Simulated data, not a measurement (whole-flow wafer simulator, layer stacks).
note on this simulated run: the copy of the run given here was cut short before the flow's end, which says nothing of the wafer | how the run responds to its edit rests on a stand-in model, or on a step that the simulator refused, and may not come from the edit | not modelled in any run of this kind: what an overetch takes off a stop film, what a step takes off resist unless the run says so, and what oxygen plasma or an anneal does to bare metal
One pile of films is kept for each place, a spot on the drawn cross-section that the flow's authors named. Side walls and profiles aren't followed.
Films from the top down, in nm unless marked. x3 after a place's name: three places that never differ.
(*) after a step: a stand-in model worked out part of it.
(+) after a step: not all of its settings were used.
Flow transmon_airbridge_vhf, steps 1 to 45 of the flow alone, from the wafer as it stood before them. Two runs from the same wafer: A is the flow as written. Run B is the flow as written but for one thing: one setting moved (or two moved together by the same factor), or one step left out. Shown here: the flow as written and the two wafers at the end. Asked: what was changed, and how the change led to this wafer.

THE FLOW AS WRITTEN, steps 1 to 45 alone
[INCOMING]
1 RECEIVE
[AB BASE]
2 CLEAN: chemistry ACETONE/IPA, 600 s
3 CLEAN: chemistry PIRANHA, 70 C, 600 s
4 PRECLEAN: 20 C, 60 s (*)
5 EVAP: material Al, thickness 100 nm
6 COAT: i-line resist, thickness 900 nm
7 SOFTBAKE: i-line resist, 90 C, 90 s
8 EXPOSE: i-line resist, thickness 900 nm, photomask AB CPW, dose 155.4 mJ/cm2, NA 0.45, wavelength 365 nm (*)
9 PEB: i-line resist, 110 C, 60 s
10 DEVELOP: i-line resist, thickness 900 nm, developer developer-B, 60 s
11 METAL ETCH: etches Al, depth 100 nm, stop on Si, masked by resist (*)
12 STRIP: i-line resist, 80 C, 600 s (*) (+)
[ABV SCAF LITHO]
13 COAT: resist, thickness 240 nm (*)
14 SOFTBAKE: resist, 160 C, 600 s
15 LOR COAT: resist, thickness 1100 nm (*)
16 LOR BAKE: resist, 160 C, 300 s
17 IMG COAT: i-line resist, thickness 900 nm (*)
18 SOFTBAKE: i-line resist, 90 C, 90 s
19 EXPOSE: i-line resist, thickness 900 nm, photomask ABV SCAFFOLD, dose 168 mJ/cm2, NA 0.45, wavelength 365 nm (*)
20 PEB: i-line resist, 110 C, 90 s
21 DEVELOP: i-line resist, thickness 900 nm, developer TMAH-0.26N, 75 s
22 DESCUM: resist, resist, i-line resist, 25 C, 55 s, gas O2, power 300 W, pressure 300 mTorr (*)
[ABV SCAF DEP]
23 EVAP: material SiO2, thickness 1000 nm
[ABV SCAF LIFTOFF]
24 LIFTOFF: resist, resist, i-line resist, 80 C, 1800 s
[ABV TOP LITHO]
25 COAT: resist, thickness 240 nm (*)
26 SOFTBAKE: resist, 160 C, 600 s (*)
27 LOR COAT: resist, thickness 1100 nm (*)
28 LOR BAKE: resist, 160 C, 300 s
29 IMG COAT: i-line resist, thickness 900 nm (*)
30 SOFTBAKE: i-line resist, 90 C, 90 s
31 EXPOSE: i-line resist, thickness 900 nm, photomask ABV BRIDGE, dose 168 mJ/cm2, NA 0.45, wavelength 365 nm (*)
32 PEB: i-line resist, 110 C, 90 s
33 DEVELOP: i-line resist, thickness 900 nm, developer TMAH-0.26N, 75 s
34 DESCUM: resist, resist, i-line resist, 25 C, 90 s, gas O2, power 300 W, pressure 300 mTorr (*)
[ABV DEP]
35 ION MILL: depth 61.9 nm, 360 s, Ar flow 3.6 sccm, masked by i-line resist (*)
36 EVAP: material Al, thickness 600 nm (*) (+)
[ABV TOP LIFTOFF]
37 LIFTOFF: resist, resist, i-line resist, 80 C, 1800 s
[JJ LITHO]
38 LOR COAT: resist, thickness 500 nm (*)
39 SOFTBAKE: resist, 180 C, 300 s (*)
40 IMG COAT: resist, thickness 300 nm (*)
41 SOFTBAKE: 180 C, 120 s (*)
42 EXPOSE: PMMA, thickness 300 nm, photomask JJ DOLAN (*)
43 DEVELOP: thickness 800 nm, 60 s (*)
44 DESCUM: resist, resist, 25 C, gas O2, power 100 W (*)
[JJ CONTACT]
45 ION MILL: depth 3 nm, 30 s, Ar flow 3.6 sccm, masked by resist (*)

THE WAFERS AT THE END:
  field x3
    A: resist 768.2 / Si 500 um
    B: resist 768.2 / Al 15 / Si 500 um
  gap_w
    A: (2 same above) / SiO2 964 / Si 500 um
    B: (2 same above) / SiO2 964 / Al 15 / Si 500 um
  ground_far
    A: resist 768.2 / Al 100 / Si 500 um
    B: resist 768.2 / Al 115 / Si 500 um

The cause: step 5, EVAP: thickness 115 nm was run, where the flow has thickness 100 nm.
It can be read off the wafer: ground_far has Al 115, and step 5 as written asks for 100 nm.

How the change led to this, step by step:
  5 EVAP: material Al, thickness 100 nm
      field x3, jj_line, ground_far and 12 more: A Al +100 (new film) | B Al +115 (new film)
  11 METAL ETCH: etches Al, depth 100 nm, stop on Si, masked by resist (*)
      field x3, jj_line, gap_w, gap_e: A Al -100 (all of it) | B Al -100
  45 ION MILL: depth 3 nm, 30 s, Ar flow 3.6 sccm, masked by resist (*)
      jj_line: A Si -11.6 | B Al -15 (all of it), Si -3.18
Counting metal films that touch as one body, field x3 has 1 body; the flow as written gives 0 bodies.
Counting metal films that touch as one body, gap_w has 2 bodies (between them, from the top down: SiO2 964); the flow as written gives 1 body.
